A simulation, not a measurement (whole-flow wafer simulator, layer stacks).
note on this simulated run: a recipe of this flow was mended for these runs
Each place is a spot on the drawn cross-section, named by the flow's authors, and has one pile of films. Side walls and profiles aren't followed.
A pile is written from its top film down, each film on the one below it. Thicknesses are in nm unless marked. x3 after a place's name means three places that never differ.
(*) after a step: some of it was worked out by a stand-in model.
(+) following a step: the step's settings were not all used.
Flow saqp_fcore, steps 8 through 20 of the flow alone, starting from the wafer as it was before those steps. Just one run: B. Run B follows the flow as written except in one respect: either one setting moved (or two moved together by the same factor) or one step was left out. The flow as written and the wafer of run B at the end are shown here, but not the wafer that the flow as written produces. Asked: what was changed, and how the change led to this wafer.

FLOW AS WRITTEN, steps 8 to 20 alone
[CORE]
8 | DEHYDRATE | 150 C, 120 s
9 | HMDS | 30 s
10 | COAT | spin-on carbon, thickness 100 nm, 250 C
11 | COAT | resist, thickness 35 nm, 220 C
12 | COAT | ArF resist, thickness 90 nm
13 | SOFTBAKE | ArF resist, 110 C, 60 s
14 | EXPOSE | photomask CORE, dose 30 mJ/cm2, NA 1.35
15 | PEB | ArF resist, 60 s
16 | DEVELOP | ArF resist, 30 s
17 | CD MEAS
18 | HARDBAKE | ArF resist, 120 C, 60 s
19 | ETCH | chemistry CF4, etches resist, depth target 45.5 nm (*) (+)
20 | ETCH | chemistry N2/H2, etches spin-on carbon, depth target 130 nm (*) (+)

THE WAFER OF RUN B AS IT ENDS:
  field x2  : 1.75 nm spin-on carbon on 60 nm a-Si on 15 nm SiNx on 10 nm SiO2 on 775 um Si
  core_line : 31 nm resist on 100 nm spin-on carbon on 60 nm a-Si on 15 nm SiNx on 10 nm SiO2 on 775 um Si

What caused this: step 20, ETCH: depth target 93 nm was run, though the flow has depth target 130 nm.

Step by step, how the change led to this:
  20 | ETCH | chemistry N2/H2, etches spin-on carbon, depth target 130 nm (*) (+)
      field x2: -93 spin-on carbon (it would be, as written: -94.8 spin-on carbon (all of it), -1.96 a-Si)
      core_line: -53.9 ArF resist (all of it), -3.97 resist (it would be, as written: -53.9 ArF resist (all of it), -6.44 resist)
